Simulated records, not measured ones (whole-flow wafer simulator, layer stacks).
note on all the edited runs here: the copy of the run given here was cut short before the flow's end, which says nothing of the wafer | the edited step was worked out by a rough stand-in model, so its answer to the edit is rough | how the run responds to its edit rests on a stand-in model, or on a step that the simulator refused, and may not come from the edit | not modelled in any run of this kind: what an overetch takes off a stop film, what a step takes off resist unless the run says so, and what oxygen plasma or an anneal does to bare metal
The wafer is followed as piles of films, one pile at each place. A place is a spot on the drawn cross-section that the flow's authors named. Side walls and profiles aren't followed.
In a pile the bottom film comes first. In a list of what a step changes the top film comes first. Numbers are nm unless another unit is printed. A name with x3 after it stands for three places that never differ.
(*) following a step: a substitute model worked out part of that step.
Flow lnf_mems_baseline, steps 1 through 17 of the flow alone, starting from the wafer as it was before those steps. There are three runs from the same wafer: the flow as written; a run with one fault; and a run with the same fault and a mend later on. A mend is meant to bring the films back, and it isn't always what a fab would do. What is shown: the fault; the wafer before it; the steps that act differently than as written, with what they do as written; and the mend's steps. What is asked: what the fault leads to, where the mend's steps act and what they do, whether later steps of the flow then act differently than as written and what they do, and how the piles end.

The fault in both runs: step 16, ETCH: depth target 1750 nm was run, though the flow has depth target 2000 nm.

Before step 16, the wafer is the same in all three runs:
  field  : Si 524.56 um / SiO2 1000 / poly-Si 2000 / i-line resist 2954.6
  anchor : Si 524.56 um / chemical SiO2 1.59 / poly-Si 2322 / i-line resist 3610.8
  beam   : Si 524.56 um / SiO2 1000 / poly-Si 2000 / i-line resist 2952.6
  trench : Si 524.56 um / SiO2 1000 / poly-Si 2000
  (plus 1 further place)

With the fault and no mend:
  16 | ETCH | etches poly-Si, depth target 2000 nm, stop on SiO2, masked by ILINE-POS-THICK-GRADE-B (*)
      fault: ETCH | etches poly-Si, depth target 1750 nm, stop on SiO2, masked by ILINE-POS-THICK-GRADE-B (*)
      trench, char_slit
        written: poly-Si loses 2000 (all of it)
        fault: poly-Si loses 1750
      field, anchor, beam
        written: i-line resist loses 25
        fault: i-line resist loses 21.9
  Steps further on in the flow that do not act as written:
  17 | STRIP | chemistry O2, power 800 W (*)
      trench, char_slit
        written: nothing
        fault: chemical SiO2 gains 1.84 (new film), poly-Si loses 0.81
  At trench, char_slit, the piles at the end differ from the flow's by more than 2% or 0.5 nm, whichever is larger.
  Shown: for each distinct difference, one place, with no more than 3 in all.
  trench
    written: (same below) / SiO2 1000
    fault: (same below) / SiO2 1000 / poly-Si 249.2 / chemical SiO2 1.84

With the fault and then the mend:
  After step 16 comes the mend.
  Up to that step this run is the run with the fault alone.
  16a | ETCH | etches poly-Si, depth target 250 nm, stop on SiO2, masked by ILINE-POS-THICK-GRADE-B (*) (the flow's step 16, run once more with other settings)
      field, anchor, beam
        i-line resist loses 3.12
      trench, char_slit
        poly-Si loses 250 (all of it)
  Later steps of the flow that are run all act as written at every place that is followed.
  The piles end the same as the flow's at every place that both follow.
